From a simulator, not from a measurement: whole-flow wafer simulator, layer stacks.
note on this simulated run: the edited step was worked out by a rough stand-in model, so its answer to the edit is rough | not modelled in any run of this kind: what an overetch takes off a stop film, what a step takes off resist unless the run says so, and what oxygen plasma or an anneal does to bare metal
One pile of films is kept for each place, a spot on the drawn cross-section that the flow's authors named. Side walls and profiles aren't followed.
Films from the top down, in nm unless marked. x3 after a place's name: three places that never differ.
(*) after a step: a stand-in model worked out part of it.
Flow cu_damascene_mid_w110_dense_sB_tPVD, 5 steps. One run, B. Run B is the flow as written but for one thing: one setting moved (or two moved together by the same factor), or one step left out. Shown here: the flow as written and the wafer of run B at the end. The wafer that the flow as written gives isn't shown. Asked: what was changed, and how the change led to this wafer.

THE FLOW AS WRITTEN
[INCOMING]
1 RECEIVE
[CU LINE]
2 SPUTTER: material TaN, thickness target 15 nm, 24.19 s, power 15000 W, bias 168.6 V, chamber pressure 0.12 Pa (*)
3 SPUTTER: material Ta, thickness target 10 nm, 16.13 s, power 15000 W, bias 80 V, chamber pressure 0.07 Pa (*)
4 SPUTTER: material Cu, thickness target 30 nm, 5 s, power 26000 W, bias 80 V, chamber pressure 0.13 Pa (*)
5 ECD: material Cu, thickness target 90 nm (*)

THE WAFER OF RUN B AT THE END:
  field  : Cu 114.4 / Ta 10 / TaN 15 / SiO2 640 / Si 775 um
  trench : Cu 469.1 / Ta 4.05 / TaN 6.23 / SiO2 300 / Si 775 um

The cause: step 4, SPUTTER: 4.06 s was run, where the flow has 5 s.

How the change led to this, step by step:
  4 SPUTTER: material Cu, thickness target 30 nm, 5 s, power 26000 W, bias 80 V, chamber pressure 0.13 Pa (*)
      field: Cu +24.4 (new film) (as written it would be: Cu +30 (new film))
      trench: Cu +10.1 (new film) (as written it would be: Cu +12.5 (new film))
